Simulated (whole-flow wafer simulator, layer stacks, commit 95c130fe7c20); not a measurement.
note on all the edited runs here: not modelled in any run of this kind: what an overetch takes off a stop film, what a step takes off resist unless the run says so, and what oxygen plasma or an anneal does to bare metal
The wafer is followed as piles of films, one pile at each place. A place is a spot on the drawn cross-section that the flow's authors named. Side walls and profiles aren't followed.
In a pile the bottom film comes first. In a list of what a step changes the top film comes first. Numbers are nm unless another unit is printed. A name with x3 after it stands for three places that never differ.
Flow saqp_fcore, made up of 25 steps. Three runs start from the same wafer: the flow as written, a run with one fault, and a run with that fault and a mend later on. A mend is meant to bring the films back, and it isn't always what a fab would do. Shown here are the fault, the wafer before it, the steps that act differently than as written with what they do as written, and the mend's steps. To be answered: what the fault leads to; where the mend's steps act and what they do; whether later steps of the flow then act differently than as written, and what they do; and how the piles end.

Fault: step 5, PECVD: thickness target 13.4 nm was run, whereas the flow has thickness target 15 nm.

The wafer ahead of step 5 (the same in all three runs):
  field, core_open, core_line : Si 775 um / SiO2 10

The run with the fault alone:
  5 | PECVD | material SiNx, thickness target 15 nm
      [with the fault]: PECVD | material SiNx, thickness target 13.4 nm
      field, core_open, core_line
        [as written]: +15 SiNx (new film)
        [with the fault]: +13.4 SiNx (new film)
  None of the later steps of the flow acts differently than as written at any place that is followed.
  The piles end different from the flow's at field, core_open, core_line by more than 2% or 0.5 nm, whichever is larger.
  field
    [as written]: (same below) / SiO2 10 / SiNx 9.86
    [with the fault]: (same below) / SiO2 10 / SiNx 8.26
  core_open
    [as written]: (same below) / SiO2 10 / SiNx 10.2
    [with the fault]: (same below) / SiO2 10 / SiNx 8.58
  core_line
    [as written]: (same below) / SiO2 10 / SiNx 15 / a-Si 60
    [with the fault]: (same below) / SiO2 10 / SiNx 13.4 / a-Si 60

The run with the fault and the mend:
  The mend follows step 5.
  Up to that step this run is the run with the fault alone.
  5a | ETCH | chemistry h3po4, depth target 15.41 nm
      field, core_open, core_line
        -13.4 SiNx (all of it)
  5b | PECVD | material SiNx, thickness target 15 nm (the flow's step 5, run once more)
      field, core_open, core_line
        +15 SiNx (new film)
  None of the later steps of the flow acts differently than as written at any place that is followed.
  At every place that both follow, the piles at the end match the flow's.
